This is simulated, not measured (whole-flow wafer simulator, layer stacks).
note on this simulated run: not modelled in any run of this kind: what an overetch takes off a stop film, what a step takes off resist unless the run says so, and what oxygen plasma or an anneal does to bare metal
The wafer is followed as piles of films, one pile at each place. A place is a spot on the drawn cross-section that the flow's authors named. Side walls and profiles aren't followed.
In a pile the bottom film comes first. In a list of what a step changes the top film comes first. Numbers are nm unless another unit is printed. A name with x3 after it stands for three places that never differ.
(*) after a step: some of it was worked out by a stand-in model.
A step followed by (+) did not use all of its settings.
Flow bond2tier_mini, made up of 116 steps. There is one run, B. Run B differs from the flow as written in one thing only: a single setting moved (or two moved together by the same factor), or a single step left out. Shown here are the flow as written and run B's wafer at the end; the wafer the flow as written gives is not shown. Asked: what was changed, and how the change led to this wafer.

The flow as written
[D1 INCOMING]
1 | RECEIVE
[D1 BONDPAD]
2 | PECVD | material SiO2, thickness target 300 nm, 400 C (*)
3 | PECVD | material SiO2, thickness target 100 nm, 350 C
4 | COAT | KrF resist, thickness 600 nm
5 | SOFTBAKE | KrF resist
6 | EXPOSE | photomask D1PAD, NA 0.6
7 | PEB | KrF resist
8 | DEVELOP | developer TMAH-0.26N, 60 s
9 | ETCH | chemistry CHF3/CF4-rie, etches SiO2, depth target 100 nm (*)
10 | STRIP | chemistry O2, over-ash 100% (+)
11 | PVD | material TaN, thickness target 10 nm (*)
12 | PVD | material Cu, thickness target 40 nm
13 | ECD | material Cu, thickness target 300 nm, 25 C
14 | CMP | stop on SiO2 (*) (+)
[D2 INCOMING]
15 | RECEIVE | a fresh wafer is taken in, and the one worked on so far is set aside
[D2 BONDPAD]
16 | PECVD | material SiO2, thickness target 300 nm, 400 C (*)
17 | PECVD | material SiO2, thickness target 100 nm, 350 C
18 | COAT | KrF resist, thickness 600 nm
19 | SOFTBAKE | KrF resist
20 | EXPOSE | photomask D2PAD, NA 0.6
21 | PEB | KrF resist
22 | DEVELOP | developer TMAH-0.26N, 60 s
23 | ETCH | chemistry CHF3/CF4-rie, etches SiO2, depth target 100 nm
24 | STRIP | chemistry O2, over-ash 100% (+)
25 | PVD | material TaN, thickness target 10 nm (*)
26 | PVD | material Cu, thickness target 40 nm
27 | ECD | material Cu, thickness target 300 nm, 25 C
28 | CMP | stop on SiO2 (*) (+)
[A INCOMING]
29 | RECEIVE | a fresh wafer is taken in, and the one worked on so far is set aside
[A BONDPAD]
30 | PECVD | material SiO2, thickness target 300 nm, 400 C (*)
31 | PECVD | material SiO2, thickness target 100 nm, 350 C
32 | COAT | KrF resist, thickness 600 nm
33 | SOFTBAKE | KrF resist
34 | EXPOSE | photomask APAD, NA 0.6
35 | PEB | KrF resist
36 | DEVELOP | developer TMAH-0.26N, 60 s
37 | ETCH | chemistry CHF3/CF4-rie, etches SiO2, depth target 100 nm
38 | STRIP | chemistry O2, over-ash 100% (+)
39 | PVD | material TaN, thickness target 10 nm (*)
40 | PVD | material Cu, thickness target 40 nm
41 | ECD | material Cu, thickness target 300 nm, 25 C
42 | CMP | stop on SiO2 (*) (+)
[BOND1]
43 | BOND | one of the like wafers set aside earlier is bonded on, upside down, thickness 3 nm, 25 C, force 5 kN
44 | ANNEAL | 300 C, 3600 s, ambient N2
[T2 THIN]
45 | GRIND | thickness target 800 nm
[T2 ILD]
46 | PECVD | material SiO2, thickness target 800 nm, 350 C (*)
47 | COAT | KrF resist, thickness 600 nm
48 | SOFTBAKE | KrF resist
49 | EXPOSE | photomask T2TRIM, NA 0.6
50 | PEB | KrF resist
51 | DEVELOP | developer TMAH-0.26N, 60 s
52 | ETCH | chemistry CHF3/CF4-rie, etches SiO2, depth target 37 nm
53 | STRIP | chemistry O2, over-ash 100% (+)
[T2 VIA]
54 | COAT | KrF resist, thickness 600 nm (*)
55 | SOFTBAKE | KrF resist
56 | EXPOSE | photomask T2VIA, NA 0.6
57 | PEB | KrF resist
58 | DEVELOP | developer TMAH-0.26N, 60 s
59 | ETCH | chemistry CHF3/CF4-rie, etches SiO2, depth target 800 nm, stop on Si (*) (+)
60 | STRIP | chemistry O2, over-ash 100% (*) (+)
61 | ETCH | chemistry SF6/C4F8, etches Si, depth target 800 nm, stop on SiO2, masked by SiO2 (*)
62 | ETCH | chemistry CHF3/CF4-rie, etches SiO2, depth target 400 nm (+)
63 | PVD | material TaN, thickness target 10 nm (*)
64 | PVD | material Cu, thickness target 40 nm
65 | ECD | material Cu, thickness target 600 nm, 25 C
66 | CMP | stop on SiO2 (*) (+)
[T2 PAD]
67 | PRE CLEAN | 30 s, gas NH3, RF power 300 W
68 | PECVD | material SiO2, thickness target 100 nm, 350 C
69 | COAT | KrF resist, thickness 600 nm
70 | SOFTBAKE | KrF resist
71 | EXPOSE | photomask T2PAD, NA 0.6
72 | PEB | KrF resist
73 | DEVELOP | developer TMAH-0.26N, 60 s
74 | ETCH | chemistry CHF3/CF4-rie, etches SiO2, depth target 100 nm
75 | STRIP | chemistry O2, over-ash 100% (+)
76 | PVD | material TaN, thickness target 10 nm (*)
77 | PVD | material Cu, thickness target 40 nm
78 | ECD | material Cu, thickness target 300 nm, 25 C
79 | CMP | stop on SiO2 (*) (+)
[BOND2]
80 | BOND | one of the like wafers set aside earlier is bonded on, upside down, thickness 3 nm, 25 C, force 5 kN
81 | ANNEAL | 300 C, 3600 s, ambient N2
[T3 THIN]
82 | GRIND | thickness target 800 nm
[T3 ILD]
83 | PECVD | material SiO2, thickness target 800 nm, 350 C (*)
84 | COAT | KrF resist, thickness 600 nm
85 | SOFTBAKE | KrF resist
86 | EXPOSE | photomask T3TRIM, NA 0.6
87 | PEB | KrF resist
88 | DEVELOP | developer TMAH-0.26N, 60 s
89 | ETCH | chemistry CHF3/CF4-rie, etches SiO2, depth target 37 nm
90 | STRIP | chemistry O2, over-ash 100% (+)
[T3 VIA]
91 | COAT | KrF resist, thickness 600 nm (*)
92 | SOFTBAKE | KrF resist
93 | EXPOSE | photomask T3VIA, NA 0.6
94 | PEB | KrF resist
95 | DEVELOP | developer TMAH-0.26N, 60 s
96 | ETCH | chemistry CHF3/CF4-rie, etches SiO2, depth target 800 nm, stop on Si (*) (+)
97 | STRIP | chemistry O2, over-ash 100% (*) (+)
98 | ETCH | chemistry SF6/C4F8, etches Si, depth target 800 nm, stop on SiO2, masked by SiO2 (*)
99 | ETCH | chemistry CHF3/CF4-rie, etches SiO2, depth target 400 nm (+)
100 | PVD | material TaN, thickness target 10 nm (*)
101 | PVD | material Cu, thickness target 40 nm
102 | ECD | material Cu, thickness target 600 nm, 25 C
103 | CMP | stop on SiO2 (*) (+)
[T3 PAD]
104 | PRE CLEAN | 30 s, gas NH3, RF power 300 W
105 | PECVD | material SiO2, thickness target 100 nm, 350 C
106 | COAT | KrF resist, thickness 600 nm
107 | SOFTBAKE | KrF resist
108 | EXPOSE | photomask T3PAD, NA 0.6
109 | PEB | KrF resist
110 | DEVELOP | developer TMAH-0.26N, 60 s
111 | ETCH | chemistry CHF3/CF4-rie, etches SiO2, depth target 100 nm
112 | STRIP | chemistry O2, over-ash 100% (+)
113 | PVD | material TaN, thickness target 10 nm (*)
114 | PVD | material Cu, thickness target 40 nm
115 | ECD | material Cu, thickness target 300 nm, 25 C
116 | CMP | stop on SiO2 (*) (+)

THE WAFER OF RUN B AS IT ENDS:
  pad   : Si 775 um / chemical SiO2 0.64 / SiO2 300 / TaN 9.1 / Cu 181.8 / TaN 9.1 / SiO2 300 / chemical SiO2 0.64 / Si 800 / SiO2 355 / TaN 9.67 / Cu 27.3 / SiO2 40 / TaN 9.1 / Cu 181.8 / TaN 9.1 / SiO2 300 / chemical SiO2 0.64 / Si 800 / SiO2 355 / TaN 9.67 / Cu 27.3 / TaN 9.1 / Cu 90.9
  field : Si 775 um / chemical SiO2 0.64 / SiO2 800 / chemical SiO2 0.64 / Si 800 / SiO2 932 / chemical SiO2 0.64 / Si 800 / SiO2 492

What caused this: step 68, PECVD: thickness target 140 nm was run, whereas the flow has thickness target 100 nm.

Step by step, how the change led to this:
  68 | PECVD | material SiO2, thickness target 100 nm, 350 C
      field: SiO2 gains 140 (in the flow as written it would be: SiO2 gains 100)
      pad: SiO2 gains 140 (new film) (in the flow as written it would be: SiO2 gains 100 (new film))
  74 | ETCH | chemistry CHF3/CF4-rie, etches SiO2, depth target 100 nm
      pad: SiO2 loses 100 (in the flow as written it would be: SiO2 loses 100 (all of it))
With metal films that touch counted as one body, pad has 4 bodies (between them, from the top down: SiO2 355 / Si 800 / chemical SiO2 0.64 / SiO2 300; SiO2 40; SiO2 355 / Si 800 / chemical SiO2 0.64 / SiO2 300); the flow as written gives 3 bodies (between them, from the top down: SiO2 355 / Si 800 / chemical SiO2 0.64 / SiO2 300; SiO2 355 / Si 800 / chemical SiO2 0.64 / SiO2 300).
